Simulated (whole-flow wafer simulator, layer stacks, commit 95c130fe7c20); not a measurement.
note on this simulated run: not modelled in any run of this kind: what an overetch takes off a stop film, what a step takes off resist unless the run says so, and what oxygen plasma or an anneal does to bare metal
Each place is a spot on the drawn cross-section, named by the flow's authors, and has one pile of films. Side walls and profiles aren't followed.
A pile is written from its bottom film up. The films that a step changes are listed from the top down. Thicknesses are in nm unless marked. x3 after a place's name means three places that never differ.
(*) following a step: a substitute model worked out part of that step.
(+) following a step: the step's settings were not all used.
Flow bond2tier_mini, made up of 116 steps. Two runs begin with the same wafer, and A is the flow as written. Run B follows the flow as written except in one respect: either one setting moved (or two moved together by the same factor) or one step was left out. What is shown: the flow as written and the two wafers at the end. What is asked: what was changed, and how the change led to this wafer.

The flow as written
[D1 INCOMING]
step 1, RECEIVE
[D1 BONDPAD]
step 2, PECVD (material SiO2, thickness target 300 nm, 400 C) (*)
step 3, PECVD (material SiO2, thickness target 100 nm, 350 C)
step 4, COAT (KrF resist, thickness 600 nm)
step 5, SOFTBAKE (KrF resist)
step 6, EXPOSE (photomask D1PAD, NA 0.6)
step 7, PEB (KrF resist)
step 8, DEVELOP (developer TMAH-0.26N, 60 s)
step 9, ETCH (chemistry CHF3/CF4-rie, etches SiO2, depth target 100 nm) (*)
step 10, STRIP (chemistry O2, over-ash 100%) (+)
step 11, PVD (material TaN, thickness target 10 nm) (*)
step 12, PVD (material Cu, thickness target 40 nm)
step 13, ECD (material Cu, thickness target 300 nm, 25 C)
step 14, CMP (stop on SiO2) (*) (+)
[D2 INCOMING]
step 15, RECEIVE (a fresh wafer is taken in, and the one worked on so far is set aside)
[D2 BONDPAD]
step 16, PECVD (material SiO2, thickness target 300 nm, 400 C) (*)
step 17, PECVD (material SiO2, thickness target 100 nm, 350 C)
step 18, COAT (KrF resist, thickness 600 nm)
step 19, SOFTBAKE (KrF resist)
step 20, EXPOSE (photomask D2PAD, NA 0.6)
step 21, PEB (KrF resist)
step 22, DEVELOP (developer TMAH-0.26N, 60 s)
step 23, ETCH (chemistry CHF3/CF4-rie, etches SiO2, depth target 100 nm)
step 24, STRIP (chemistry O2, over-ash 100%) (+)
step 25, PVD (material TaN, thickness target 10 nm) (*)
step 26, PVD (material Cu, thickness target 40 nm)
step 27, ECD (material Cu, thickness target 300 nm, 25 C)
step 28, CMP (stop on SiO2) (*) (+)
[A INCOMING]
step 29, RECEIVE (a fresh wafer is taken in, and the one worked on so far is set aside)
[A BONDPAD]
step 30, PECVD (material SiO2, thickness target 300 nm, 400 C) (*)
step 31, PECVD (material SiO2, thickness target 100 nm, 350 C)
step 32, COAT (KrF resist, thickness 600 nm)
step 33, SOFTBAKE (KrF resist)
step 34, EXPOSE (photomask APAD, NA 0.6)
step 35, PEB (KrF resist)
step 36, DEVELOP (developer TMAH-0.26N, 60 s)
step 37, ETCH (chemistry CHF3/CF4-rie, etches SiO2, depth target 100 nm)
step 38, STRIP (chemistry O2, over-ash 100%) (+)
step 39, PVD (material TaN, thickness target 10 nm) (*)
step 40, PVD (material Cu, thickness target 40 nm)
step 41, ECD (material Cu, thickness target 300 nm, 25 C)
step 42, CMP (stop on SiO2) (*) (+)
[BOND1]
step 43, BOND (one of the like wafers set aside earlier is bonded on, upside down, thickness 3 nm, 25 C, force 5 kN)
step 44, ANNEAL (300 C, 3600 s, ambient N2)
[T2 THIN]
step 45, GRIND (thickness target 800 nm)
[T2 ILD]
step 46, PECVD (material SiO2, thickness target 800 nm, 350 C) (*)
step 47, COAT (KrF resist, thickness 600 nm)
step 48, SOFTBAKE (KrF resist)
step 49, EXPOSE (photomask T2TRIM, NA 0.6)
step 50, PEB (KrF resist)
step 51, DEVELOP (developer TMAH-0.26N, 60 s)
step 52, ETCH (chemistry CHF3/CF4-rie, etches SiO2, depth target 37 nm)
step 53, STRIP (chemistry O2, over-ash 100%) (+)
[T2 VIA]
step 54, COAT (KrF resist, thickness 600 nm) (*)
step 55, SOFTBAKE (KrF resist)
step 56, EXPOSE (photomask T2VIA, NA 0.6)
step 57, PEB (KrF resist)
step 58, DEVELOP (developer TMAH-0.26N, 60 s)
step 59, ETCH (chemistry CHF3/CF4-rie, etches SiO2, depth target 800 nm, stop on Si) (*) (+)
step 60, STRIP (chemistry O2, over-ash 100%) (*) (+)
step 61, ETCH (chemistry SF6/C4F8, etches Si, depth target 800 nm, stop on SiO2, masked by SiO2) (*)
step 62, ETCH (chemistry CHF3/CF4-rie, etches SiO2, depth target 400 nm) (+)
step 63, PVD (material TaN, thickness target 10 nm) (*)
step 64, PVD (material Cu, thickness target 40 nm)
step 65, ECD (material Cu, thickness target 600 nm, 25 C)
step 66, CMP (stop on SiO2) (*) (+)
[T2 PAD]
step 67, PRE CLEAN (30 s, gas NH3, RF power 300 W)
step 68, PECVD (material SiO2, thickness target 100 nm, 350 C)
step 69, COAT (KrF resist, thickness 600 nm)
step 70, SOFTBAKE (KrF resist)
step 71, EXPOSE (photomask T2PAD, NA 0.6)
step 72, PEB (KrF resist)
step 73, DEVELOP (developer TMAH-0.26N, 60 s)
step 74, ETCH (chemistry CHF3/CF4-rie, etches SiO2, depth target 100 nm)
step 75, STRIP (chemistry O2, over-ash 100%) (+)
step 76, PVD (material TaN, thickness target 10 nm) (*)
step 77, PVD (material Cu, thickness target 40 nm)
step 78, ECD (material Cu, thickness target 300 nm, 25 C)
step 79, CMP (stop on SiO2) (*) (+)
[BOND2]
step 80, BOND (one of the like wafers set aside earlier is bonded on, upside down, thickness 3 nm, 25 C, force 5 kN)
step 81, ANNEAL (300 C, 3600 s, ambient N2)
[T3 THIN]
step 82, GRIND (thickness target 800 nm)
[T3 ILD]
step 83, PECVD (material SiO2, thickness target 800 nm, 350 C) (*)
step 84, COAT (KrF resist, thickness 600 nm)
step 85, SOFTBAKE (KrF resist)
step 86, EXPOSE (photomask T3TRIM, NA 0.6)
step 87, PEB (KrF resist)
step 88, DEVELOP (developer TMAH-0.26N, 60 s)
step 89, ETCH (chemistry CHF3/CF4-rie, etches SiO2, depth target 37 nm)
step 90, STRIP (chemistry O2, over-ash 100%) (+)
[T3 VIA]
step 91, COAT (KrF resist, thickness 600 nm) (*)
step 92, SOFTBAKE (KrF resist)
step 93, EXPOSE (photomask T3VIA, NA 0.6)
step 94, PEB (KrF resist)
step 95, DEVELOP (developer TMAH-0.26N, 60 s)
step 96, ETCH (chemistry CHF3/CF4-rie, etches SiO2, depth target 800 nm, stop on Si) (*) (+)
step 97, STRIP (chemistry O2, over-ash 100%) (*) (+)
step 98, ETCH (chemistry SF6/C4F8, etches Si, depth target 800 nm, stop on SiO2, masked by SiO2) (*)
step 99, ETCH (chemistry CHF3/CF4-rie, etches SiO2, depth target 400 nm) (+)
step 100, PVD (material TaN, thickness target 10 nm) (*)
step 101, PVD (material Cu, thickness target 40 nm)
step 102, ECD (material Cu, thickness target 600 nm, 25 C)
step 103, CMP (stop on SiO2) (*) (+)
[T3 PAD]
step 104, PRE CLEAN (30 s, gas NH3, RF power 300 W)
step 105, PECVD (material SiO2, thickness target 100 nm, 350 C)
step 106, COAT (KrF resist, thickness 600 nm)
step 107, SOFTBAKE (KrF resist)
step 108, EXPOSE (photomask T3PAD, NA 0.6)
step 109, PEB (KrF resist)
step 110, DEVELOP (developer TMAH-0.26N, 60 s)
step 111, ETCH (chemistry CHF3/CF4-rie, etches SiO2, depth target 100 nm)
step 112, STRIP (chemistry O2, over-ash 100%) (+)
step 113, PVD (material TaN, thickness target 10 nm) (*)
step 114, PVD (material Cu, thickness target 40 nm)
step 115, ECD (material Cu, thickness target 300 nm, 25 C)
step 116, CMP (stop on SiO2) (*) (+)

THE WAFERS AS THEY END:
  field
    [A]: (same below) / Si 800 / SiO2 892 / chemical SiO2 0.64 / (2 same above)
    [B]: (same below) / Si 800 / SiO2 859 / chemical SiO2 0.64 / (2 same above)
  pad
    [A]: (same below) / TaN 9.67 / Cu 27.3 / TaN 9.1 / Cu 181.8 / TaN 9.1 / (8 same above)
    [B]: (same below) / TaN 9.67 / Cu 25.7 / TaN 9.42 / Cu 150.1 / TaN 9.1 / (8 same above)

Cause: step 68, PECVD: thickness target 67 nm was run, whereas the flow has thickness target 100 nm.

How this came from the change, step by step:
  step 68, PECVD (material SiO2, thickness target 100 nm, 350 C)
      field: A SiO2 gains 100 | B SiO2 gains 67
      pad: A SiO2 gains 100 (new film) | B SiO2 gains 67 (new film)
  step 74, ETCH (chemistry CHF3/CF4-rie, etches SiO2, depth target 100 nm)
      pad: A SiO2 loses 100 (all of it) | B SiO2 loses 67 (all of it), Cu loses 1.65
  step 77, PVD (material Cu, thickness target 40 nm)
      pad: A Cu gains 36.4 (new film) | B Cu gains 37.5 (new film)
  step 78, ECD (material Cu, thickness target 300 nm, 25 C)
      pad: A Cu gains 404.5 | B Cu gains 371.7
